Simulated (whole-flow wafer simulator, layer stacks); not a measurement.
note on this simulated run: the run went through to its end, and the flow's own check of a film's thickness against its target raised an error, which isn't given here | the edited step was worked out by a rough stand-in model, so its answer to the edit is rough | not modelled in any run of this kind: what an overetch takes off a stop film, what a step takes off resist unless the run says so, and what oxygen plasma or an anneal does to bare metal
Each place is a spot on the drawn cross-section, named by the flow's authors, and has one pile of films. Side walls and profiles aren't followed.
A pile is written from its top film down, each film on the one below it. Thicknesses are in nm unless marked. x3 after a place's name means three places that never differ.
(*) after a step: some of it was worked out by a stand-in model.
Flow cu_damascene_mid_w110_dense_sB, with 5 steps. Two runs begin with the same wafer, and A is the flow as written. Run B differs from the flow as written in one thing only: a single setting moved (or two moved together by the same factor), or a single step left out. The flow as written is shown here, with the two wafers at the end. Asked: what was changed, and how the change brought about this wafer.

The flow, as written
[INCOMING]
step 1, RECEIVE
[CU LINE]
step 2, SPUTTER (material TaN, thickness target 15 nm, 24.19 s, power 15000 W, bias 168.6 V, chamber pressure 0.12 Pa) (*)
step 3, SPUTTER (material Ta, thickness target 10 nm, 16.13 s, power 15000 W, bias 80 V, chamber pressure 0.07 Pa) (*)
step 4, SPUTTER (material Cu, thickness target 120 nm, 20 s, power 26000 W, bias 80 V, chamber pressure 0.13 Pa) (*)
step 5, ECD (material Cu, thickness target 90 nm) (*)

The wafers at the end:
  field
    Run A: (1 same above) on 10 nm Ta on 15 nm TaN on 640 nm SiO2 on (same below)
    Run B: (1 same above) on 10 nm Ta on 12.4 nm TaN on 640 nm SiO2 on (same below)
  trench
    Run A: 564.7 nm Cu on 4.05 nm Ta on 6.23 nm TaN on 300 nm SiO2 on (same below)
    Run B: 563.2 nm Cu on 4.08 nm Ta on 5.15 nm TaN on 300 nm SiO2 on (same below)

What caused this: step 2, SPUTTER: thickness target 12.4 nm was run, though the flow has thickness target 15 nm; step 2, SPUTTER: 19.96 s was run, where the flow has 24.19 s.
The wafer itself shows it: field has TaN 12.4, and step 2 as written asks for 15 nm.

How this came from the change, step by step:
  step 2, SPUTTER (material TaN, thickness target 15 nm, 24.19 s, power 15000 W, bias 168.6 V, chamber pressure 0.12 Pa) (*)
      field: A TaN gains 15 (new film) | B TaN gains 12.4 (new film)
      trench: A TaN gains 6.23 (new film) | B TaN gains 5.15 (new film)
